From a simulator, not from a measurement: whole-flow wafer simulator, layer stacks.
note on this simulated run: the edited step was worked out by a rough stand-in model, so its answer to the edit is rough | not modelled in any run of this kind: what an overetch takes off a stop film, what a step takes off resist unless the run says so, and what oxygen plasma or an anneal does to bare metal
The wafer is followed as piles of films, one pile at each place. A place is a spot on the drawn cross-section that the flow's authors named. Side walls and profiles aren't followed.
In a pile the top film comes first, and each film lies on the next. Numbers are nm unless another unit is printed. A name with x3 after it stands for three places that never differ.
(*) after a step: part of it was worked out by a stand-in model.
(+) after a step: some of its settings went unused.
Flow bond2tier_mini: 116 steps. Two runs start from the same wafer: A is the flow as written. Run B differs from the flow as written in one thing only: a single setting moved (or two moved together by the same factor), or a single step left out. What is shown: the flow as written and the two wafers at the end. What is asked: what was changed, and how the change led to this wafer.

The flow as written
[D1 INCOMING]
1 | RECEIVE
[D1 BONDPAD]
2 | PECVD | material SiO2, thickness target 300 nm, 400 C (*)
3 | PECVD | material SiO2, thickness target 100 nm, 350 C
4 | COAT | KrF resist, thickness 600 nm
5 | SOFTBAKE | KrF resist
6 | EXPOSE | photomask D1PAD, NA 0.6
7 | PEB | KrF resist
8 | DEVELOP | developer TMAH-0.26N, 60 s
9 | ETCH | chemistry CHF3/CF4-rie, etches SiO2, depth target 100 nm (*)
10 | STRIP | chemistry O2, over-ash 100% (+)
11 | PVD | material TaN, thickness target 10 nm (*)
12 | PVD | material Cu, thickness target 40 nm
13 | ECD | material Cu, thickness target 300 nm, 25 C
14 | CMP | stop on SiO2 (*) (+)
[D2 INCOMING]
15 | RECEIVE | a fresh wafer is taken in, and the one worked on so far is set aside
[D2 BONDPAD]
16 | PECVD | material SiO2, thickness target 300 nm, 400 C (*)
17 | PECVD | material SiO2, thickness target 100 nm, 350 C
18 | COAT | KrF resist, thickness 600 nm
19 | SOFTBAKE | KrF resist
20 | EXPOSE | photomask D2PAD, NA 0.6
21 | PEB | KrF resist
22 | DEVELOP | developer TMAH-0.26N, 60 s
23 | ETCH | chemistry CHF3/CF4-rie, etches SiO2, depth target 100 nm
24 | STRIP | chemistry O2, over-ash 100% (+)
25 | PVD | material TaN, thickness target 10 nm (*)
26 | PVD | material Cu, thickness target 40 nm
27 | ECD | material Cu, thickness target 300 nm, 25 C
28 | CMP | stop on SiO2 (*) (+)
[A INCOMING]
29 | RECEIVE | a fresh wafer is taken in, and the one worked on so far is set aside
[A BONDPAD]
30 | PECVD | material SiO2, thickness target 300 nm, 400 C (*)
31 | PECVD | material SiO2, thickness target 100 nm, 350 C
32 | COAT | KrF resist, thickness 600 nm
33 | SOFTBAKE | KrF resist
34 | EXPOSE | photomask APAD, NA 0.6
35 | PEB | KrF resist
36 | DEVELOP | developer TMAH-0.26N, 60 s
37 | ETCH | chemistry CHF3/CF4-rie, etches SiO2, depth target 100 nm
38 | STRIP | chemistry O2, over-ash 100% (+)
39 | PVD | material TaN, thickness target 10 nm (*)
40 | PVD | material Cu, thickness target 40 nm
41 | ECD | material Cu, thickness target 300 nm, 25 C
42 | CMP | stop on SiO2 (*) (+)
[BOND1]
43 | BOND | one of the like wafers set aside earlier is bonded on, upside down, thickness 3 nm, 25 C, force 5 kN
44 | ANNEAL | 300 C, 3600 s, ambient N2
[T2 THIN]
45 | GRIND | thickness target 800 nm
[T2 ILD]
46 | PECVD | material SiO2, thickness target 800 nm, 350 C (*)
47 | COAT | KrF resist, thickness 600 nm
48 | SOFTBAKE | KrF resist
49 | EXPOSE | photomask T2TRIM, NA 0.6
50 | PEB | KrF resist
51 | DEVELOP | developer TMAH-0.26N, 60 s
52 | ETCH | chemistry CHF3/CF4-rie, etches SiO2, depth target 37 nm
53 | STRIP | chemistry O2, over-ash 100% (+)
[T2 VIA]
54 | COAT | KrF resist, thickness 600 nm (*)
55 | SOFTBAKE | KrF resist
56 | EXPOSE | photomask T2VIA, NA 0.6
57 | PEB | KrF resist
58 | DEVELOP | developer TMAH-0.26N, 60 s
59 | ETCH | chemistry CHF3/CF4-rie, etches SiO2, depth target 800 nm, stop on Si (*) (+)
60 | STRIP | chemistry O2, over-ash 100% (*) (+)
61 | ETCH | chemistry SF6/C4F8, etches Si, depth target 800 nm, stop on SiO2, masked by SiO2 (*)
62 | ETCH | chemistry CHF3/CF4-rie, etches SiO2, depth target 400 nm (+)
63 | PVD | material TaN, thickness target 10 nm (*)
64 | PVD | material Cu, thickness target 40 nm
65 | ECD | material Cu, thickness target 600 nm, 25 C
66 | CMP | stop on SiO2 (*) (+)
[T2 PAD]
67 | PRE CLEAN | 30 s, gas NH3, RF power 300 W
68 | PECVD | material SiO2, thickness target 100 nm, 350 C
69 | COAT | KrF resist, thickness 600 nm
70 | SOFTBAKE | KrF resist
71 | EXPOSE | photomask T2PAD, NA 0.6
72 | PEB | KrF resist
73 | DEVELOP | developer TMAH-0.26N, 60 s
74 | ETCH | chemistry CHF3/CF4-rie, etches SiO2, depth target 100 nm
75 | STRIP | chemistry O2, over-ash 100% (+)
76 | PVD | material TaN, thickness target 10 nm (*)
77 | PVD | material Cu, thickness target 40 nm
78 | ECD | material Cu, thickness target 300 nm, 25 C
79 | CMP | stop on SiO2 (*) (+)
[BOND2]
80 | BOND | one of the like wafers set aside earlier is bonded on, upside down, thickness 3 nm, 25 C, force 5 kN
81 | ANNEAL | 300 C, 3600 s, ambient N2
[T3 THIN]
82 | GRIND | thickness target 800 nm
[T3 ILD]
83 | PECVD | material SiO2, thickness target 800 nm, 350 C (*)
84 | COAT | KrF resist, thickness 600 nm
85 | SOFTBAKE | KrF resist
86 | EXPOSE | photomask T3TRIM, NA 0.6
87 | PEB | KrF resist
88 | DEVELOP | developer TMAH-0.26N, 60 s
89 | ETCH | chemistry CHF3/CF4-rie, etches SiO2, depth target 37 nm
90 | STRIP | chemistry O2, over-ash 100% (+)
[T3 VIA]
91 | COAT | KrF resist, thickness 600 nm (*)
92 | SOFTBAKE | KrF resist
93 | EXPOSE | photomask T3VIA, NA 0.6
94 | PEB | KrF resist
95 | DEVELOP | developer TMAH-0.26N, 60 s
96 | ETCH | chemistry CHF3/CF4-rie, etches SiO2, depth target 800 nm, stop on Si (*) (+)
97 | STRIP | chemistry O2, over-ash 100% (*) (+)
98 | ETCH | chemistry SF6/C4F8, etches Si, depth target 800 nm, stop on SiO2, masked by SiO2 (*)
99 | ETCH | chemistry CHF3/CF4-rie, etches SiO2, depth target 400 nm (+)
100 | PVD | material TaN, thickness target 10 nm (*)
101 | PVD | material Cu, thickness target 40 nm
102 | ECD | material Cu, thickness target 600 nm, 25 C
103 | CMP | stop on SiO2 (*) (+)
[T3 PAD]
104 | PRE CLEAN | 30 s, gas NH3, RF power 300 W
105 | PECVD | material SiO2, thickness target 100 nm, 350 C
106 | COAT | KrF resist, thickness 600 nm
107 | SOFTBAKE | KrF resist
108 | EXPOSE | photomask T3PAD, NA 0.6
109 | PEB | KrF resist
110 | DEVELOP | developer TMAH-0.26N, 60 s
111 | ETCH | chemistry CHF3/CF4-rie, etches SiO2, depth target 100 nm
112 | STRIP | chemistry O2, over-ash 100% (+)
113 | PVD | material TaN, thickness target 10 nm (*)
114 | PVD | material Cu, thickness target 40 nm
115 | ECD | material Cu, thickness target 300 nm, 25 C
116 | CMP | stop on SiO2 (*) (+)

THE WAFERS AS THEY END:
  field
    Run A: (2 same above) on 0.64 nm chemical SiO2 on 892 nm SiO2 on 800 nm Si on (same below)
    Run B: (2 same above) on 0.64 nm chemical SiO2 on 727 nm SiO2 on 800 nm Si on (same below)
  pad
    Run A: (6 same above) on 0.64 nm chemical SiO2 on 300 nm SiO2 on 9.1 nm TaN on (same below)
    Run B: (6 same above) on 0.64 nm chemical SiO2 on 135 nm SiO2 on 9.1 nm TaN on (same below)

What caused this: step 16, PECVD: thickness target 135 nm was run, though the flow has thickness target 300 nm.
One can read it off the wafer: pad has SiO2 135, and step 16 as written asks for 300 nm.

How this came from the change, step by step:
  16 | PECVD | material SiO2, thickness target 300 nm, 400 C (*)
      field, pad, via: A SiO2 gains 300 (new film) | B SiO2 gains 135 (new film)
  80 | BOND | one of the like wafers set aside earlier is bonded on, upside down, thickness 3 nm, 25 C, force 5 kN
      field: A Si gains 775 um (new film), chemical SiO2 gains 0.64 (new film), SiO2 gains 400 | B Si gains 775 um (new film), chemical SiO2 gains 0.64 (new film), SiO2 gains 235
      pad: A Si gains 775 um (new film), chemical SiO2 gains 0.64 (new film), SiO2 gains 300 (new film), TaN gains 9.1 (new film), Cu gains 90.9 | B Si gains 775 um (new film), chemical SiO2 gains 0.64 (new film), SiO2 gains 135 (new film), TaN gains 9.1 (new film), Cu gains 90.9
